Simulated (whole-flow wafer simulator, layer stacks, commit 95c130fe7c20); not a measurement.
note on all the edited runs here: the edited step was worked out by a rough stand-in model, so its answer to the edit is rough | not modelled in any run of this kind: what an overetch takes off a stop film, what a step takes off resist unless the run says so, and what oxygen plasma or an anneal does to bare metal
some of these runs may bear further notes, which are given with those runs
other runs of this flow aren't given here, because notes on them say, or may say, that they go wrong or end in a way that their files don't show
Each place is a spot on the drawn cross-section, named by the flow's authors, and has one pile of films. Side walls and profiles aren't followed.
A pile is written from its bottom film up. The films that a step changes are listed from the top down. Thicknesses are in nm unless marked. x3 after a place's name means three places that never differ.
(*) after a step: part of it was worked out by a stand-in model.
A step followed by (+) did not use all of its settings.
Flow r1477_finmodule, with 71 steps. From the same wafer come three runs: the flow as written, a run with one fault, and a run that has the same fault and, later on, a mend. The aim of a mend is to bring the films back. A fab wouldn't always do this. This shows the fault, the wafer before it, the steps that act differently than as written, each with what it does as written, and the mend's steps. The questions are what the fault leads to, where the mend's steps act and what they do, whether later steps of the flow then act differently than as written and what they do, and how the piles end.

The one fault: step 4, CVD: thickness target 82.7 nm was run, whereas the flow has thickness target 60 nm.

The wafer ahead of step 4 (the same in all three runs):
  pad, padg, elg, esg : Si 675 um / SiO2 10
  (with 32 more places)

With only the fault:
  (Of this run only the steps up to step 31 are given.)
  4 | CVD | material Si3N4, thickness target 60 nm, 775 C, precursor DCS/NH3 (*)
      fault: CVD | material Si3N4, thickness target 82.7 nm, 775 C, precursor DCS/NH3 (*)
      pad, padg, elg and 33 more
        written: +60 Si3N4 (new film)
        fault: +82.7 Si3N4 (new film)
  Steps later in the flow that act otherwise than as written:
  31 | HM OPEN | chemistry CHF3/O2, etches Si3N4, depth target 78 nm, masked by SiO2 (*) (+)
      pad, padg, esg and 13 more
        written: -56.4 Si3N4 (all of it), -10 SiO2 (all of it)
        fault: -78 Si3N4
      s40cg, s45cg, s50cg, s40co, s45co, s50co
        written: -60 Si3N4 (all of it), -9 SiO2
        fault: -78 Si3N4
  After step 31, at pad, padg, elg and 33 more, the piles differ from the flow's by more than 2% or 0.5 nm, whichever is larger.
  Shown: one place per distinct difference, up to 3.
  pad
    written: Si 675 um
    fault: Si 675 um / SiO2 10 / Si3N4 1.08
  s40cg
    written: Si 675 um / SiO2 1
    fault: Si 675 um / SiO2 10 / Si3N4 4.7
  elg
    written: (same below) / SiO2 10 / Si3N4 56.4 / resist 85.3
    fault: (same below) / SiO2 10 / Si3N4 79.1 / resist 85.3

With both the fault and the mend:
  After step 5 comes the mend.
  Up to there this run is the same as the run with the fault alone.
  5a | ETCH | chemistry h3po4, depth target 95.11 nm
      pad, padg, elg and 33 more
        -82.7 Si3N4 (all of it)
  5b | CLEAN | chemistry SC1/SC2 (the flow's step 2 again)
      leaves every film unchanged at each place that is followed
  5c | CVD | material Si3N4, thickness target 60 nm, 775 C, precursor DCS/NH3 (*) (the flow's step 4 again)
      pad, padg, elg and 33 more
        +60 Si3N4 (new film)
  None of the later steps of the flow acts differently than as written at any place that is followed.
  At every place that both follow, the piles at the end match the flow's.
